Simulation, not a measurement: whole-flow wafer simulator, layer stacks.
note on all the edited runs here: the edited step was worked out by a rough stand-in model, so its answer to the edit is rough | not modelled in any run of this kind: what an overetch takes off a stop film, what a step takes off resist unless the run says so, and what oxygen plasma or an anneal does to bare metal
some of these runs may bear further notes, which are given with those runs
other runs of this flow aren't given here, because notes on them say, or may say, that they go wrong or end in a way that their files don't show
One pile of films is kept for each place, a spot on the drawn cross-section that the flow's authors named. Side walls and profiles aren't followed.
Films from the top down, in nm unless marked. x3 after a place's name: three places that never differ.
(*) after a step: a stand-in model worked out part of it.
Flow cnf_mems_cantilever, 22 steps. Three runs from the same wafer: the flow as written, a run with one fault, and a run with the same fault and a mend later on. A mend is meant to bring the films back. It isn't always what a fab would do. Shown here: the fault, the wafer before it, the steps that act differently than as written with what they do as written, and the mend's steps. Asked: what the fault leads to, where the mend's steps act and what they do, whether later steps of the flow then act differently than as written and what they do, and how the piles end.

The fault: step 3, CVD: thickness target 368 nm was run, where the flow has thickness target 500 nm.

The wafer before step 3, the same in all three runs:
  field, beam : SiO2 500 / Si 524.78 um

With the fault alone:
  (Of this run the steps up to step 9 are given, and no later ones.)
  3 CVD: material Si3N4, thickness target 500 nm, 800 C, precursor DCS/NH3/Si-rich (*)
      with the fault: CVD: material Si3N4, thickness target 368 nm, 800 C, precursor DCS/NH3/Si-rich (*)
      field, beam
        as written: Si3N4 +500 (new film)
        with the fault: Si3N4 +368 (new film)
  No later step of the flow up to step 9 acts differently than as written at any place that is followed.
  After step 9 the piles differ from the flow's by more than 2% or 0.5 nm, whichever is larger, at field, beam.
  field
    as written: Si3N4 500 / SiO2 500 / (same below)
    with the fault: Si3N4 368 / SiO2 500 / (same below)
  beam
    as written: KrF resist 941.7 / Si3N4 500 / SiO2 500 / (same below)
    with the fault: KrF resist 941.7 / Si3N4 368 / SiO2 500 / (same below)

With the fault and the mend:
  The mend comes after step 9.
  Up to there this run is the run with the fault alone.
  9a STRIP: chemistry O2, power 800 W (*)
      beam
        KrF resist -941.7 (all of it)
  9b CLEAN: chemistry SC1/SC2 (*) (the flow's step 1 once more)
      changes no film at any place that is followed
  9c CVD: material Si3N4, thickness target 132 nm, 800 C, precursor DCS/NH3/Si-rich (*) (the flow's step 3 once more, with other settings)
      field, beam
        Si3N4 +132
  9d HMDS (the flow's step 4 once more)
      changes no film at any place that is followed
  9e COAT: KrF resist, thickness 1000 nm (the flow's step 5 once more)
      field, beam
        KrF resist +1000 (new film)
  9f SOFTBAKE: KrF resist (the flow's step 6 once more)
      changes no film at any place that is followed
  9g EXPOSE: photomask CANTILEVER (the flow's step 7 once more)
      changes no film at any place that is followed
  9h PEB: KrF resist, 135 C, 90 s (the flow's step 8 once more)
      field, beam
        KrF resist -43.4
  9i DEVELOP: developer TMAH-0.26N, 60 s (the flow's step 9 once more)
      field
        KrF resist -956.6 (all of it)
      beam
        KrF resist -14.9
  No later step of the flow acts differently than as written at any place that is followed.
  At the end the piles are the same as the flow's at every place that both follow.
